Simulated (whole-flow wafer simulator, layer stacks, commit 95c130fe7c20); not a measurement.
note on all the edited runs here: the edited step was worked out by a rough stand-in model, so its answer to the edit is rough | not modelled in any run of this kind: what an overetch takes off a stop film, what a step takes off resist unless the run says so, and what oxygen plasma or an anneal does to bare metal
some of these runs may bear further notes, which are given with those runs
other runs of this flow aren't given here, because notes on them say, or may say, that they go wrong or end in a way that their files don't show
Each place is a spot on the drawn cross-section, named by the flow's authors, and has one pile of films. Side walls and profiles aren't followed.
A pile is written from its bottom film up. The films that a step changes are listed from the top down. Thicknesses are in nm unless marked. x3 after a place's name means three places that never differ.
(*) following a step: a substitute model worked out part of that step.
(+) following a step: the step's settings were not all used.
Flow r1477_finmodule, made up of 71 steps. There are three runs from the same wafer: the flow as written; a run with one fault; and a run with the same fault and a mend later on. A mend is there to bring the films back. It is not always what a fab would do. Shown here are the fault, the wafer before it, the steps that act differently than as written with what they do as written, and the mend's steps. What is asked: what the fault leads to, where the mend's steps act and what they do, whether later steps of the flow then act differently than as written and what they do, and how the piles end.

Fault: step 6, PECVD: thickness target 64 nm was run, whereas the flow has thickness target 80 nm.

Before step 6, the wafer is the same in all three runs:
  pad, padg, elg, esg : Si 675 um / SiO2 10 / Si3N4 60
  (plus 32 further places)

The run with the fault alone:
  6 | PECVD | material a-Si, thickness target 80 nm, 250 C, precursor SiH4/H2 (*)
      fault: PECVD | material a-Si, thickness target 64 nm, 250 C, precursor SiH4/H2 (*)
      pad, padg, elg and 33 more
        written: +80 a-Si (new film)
        fault: +64 a-Si (new film)
  Later steps of the flow acting differently than as written (not shown: 3 more steps that differ only slightly, by at most 2% or 0.5 nm, whichever is larger):
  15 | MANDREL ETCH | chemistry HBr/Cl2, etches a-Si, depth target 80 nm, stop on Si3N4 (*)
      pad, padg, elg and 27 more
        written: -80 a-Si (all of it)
        fault: -64 a-Si (all of it)
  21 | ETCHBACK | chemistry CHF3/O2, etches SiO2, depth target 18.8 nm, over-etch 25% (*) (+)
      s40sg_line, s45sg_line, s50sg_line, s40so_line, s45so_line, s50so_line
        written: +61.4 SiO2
        fault: +45.4 SiO2
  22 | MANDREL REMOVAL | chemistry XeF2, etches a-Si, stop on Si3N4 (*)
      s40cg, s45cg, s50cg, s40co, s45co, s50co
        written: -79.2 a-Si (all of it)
        fault: -63.2 a-Si (all of it)
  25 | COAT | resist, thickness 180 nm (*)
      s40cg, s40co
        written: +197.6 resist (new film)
        fault: +193.6 resist (new film)
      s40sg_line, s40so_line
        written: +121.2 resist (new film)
        fault: +133.2 resist (new film)
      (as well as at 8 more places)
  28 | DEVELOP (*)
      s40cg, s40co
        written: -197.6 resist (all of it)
        fault: -193.6 resist (all of it)
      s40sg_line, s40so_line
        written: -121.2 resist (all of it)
        fault: -133.2 resist (all of it)
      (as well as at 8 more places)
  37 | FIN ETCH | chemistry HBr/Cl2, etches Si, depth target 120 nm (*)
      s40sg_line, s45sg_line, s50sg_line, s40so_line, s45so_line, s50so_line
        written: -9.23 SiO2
        fault: -7.4 SiO2 (all of it), -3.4 Si3N4
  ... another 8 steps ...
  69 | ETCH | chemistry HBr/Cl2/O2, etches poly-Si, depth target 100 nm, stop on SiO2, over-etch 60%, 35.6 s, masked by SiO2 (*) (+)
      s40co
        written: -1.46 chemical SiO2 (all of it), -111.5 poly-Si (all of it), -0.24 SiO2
        fault: -1.47 chemical SiO2 (all of it), -114.9 poly-Si (all of it), -0.23 SiO2
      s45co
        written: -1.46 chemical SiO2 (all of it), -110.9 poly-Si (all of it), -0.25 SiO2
        fault: -1.47 chemical SiO2 (all of it), -114.3 poly-Si (all of it), -0.23 SiO2
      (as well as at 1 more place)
  At pad, padg, esg and 19 more, the piles at the end differ from the flow's by more than 2% or 0.5 nm, whichever is larger.
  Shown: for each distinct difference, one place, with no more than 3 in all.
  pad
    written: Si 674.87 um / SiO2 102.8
    fault: Si 674.87 um / SiO2 99.4
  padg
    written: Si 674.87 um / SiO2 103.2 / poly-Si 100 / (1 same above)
    fault: Si 674.87 um / SiO2 99.8 / poly-Si 100 / (1 same above)
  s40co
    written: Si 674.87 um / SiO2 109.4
    fault: Si 674.87 um / SiO2 106

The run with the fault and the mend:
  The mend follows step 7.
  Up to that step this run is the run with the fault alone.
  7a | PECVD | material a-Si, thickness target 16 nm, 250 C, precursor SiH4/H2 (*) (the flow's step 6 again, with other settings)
      pad, padg, elg and 33 more
        +16 a-Si
  Later steps of the flow that are run all act as written at every place that is followed.
  The piles end the same as the flow's at every place that both follow.
